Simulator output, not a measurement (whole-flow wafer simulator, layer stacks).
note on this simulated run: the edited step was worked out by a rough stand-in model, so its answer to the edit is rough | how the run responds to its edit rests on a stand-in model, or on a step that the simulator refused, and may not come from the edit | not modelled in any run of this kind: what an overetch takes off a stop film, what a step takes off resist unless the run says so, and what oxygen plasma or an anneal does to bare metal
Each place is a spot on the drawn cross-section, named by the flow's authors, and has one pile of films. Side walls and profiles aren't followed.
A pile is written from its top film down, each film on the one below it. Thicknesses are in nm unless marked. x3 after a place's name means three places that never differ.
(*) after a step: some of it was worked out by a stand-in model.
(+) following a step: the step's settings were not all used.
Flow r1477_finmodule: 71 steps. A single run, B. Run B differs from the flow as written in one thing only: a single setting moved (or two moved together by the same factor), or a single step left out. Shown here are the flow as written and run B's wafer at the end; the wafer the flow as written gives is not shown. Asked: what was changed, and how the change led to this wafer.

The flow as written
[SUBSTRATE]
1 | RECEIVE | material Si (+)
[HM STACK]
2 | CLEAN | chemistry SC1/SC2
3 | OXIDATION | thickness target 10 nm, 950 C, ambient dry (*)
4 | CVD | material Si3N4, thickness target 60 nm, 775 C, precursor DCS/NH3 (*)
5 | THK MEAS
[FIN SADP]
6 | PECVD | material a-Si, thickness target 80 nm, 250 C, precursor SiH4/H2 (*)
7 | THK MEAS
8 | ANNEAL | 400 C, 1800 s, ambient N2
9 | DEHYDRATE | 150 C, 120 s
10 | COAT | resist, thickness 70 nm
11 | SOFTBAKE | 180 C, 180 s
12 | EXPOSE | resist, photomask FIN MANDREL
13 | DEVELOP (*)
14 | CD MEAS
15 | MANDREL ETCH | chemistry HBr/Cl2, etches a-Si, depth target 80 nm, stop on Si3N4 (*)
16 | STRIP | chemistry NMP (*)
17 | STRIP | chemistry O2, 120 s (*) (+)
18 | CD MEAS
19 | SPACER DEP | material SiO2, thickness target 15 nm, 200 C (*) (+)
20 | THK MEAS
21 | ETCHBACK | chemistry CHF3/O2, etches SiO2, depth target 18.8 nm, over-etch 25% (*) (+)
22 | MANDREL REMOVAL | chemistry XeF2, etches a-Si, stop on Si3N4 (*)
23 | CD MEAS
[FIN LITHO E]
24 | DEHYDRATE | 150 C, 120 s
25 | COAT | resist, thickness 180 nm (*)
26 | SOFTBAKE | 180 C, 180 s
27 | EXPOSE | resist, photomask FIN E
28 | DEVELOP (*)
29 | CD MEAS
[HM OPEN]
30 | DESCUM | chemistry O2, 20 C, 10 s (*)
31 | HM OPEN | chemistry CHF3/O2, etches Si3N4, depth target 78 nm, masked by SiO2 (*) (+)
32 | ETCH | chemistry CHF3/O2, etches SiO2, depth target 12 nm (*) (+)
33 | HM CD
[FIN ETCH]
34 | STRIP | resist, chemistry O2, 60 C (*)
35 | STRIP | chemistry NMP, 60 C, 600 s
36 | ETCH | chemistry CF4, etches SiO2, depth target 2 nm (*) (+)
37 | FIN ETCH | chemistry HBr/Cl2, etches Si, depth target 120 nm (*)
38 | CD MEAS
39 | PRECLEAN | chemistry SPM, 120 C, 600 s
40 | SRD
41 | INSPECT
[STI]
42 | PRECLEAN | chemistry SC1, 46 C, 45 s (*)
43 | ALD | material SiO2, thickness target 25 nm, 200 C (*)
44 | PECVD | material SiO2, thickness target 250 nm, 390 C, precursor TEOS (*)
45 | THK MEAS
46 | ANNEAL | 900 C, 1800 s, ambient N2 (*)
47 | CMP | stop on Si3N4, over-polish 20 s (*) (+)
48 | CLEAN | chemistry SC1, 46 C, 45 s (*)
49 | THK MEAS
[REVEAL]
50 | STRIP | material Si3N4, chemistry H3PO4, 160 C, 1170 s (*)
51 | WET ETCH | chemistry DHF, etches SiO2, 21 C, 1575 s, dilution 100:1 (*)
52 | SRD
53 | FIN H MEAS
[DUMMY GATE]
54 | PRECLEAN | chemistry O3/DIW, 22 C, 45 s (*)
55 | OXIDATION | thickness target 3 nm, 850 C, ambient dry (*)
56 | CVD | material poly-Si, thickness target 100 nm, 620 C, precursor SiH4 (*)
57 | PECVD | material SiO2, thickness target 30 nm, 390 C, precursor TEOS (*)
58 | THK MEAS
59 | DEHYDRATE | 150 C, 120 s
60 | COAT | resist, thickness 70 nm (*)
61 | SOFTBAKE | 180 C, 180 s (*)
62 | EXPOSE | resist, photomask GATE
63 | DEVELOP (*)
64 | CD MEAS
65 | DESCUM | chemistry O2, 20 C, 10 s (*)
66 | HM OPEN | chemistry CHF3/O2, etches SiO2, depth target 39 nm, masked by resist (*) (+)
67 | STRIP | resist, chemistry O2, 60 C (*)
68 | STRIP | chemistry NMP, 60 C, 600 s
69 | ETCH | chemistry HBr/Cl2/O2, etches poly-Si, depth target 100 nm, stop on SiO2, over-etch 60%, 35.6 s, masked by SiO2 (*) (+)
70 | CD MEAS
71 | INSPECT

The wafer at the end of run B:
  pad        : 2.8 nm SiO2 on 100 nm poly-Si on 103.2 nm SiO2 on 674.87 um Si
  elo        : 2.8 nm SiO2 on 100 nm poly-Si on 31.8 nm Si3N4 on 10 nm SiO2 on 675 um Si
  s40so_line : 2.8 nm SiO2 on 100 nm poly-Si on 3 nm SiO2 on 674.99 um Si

Cause: step 57, PECVD: thickness target 47.1 nm was run, though the flow has thickness target 30 nm.

How this came from the change, step by step:
  57 | PECVD | material SiO2, thickness target 30 nm, 390 C, precursor TEOS (*)
      pad, padg, elg and 33 more: +47.1 SiO2 (new film) (in the flow as written it would be: +30 SiO2 (new film))
  66 | HM OPEN | chemistry CHF3/O2, etches SiO2, depth target 39 nm, masked by resist (*) (+)
      pad, elo, eso and 15 more: -39 SiO2 (in the flow as written it would be: -30 SiO2 (all of it), -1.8 poly-Si)
  67 | STRIP | resist, chemistry O2, 60 C (*)
      pad, elo, eso and 15 more: nothing (in the flow as written it would be: +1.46 chemical SiO2 (new film), -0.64 poly-Si)
  69 | ETCH | chemistry HBr/Cl2/O2, etches poly-Si, depth target 100 nm, stop on SiO2, over-etch 60%, 35.6 s, masked by SiO2 (*) (+)
      pad, eso, e40so and 8 more: -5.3 SiO2 (in the flow as written it would be: -1.46 chemical SiO2 (all of it), -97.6 poly-Si (all of it), -0.42 SiO2)
      elo, e40lo, e100lo, e200lo: -5.3 SiO2 (in the flow as written it would be: -1.46 chemical SiO2 (all of it), -97.6 poly-Si (all of it), -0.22 Si3N4)
      (also at 3 further places)
